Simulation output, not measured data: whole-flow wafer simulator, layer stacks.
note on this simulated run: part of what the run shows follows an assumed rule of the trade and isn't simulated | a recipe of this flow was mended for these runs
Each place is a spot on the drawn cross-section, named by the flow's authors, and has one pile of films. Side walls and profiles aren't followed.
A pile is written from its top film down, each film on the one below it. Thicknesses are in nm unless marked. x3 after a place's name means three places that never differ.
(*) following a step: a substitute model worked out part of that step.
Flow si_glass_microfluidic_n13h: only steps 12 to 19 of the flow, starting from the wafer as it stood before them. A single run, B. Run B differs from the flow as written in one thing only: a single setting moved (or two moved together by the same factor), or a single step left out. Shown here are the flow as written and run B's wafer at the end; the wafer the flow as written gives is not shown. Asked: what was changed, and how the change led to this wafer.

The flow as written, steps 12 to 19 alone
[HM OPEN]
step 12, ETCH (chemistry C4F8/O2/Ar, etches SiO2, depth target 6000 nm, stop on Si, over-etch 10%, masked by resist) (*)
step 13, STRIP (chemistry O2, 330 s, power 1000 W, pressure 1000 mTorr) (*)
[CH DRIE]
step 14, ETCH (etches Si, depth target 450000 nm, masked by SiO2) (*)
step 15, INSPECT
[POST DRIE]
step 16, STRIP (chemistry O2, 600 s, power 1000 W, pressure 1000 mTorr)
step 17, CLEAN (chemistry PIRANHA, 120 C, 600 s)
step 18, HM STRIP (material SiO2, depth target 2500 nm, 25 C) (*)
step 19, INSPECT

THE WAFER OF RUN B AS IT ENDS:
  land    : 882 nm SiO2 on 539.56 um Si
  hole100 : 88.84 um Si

What caused this: step 13, STRIP: chemistry O2, 330 s, power 1000 W, pressure 1000 mTorr (*), was skipped.

Step by step, how the change led to this:
  step 14, ETCH (etches Si, depth target 450000 nm, masked by SiO2) (*)
      land: thick-i-line-resist loses 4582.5 (all of it), SiO2 loses 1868 (in the flow as written it would be: SiO2 loses 4145.6)
      hole100: Si loses 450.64 um (in the flow as written it would be: chemical SiO2 loses 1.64 (all of it), Si loses 450.64 um)
  step 18, HM STRIP (material SiO2, depth target 2500 nm, 25 C) (*)
      land: SiO2 loses 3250 (in the flow as written it would be: SiO2 loses 1854.4 (all of it))
